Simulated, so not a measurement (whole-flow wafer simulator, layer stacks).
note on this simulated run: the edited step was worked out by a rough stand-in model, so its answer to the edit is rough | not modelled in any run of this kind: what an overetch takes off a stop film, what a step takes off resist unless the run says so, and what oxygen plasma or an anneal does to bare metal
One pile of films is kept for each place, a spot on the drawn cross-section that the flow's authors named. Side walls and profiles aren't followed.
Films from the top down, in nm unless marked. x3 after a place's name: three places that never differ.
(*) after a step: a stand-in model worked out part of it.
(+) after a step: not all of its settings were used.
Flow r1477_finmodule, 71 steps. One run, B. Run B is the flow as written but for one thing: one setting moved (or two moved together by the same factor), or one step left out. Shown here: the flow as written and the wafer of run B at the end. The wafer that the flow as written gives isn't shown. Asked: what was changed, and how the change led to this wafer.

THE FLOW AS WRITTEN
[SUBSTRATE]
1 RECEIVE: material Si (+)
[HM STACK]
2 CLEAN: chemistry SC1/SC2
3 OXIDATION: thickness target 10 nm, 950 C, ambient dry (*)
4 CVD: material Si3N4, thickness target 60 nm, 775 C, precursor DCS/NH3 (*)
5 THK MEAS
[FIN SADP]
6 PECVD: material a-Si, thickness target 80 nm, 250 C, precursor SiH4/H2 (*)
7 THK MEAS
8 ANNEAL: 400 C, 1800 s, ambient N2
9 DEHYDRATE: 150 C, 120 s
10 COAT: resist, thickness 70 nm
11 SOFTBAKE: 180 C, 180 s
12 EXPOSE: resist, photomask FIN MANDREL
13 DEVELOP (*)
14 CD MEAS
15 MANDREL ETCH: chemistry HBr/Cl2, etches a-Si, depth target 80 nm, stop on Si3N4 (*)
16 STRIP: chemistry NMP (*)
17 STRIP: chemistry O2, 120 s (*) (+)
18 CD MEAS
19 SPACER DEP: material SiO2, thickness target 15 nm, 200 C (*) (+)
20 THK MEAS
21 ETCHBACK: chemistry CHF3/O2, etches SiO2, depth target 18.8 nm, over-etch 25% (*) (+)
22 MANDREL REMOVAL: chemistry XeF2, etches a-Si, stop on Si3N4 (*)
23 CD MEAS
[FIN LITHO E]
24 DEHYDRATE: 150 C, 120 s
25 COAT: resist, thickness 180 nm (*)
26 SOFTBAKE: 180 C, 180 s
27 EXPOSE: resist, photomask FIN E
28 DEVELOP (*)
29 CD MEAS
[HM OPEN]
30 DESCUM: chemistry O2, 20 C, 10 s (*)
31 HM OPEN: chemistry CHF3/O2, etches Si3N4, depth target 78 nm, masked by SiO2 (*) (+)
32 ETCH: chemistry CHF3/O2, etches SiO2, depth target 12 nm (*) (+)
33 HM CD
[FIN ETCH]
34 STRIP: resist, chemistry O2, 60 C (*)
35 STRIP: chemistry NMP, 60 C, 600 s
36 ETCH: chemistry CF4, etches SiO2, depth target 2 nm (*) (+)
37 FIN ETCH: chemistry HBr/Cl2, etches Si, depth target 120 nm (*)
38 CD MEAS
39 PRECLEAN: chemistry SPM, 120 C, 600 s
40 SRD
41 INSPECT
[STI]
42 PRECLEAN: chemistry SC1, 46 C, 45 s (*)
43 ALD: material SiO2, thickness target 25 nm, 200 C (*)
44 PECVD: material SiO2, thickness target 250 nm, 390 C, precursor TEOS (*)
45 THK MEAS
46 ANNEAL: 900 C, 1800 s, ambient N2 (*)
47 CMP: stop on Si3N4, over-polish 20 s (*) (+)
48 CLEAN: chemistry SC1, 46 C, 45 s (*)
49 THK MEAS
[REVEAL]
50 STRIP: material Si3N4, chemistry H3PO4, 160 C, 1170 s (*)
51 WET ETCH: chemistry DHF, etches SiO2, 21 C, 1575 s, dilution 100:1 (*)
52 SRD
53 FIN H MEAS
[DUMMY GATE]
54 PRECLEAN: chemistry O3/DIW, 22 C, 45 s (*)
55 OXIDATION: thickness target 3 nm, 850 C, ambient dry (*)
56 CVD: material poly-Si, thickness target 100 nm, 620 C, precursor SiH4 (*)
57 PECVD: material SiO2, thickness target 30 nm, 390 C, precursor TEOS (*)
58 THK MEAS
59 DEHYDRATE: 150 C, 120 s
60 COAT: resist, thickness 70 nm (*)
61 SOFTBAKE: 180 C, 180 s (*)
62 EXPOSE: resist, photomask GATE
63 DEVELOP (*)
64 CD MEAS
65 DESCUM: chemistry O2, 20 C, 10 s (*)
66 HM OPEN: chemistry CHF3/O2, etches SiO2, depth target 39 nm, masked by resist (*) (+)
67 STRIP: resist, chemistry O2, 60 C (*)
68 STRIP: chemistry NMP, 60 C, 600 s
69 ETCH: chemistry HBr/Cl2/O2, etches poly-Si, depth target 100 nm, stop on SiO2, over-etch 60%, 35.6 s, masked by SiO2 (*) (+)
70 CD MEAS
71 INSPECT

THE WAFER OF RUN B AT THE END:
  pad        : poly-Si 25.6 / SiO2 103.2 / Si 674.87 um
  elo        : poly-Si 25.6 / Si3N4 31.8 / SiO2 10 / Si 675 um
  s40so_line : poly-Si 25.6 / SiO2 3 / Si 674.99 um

The cause: step 69, ETCH: depth target 45 nm was run, where the flow has depth target 100 nm; step 69, ETCH: 16 s was run, where the flow has 35.6 s.

How the change led to this, step by step:
  69 ETCH: chemistry HBr/Cl2/O2, etches poly-Si, depth target 100 nm, stop on SiO2, over-etch 60%, 35.6 s, masked by SiO2 (*) (+)
      pad, eso, e40so and 8 more: chemical SiO2 -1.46 (all of it), poly-Si -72 (as written it would be: chemical SiO2 -1.46 (all of it), poly-Si -97.6 (all of it), SiO2 -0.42)
      elo, e40lo, e100lo, e200lo: chemical SiO2 -1.46 (all of it), poly-Si -72 (as written it would be: chemical SiO2 -1.46 (all of it), poly-Si -97.6 (all of it), Si3N4 -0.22)
      (and at 21 more places)
